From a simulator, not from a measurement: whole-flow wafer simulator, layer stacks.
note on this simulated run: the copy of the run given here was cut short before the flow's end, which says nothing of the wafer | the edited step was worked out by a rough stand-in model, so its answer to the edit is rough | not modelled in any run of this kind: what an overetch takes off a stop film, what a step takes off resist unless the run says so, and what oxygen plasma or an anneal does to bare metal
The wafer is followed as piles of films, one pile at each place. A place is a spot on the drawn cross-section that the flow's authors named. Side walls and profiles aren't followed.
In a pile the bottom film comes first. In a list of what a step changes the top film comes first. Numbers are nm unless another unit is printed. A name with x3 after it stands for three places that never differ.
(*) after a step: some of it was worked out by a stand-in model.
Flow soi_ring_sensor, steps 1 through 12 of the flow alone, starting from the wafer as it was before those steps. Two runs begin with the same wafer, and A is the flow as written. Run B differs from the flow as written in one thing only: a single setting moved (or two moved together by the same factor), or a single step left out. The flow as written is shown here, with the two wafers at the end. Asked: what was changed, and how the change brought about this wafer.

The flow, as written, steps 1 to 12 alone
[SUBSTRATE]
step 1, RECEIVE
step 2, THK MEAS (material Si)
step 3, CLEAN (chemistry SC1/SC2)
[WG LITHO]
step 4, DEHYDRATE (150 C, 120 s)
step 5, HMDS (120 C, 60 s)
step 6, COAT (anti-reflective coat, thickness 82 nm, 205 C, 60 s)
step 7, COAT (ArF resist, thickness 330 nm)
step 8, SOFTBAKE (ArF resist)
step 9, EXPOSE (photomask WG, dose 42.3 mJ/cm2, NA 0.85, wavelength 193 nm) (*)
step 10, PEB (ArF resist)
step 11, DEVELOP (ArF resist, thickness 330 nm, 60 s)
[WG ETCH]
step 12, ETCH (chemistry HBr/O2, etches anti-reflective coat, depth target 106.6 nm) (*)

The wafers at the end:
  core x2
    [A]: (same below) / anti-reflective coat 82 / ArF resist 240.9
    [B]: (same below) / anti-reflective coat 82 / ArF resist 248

Cause: step 12, ETCH: depth target 97.7 nm was run, whereas the flow has depth target 106.6 nm.

How this came from the change, step by step:
  step 12, ETCH (chemistry HBr/O2, etches anti-reflective coat, depth target 106.6 nm) (*)
      core x2: A -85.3 ArF resist | B -78.2 ArF resist
